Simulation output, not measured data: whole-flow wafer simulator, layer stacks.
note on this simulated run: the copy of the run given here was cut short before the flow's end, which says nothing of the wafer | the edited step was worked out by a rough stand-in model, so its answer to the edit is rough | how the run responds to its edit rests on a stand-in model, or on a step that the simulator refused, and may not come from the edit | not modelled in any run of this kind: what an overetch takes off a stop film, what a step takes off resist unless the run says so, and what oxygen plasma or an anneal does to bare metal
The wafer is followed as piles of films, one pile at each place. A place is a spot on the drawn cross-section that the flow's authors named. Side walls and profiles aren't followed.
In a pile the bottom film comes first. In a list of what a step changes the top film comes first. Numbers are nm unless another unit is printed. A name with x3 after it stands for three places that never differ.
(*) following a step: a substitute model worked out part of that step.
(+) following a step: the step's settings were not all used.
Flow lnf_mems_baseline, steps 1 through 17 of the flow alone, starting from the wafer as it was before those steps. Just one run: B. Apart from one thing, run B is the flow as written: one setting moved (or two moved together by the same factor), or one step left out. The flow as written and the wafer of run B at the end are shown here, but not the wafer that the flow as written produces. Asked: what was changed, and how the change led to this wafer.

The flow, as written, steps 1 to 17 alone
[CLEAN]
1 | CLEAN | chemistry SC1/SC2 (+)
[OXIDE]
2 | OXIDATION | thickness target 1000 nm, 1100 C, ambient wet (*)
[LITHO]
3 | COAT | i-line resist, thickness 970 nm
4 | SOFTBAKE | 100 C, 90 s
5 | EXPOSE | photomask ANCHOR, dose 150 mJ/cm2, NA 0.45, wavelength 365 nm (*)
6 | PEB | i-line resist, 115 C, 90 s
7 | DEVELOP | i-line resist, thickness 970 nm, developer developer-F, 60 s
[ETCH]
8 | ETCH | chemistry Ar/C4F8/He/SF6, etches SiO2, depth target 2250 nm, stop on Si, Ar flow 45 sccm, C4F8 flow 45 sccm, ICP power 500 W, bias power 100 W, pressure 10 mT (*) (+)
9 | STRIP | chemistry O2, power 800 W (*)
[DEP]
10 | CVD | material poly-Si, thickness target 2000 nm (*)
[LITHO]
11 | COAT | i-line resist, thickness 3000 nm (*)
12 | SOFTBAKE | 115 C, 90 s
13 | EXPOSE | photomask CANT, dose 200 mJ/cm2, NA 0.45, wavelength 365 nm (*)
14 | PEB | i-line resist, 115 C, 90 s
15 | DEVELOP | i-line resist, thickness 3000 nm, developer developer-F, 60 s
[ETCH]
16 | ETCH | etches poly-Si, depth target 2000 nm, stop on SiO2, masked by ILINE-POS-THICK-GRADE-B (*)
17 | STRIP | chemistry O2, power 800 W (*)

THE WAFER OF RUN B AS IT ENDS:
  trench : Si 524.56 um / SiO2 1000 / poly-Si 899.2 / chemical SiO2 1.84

The reason: step 16, ETCH: depth target 1100 nm was run, whereas the flow has depth target 2000 nm.

The path from the change to this, step by step:
  16 | ETCH | etches poly-Si, depth target 2000 nm, stop on SiO2, masked by ILINE-POS-THICK-GRADE-B (*)
      trench, char_slit: -1100 poly-Si (it would be, as written: -2000 poly-Si (all of it))
      field, anchor, beam: -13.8 i-line resist (it would be, as written: -25 i-line resist)
  17 | STRIP | chemistry O2, power 800 W (*)
      trench, char_slit: +1.84 chemical SiO2 (new film), -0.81 poly-Si (it would be, as written: nothing)
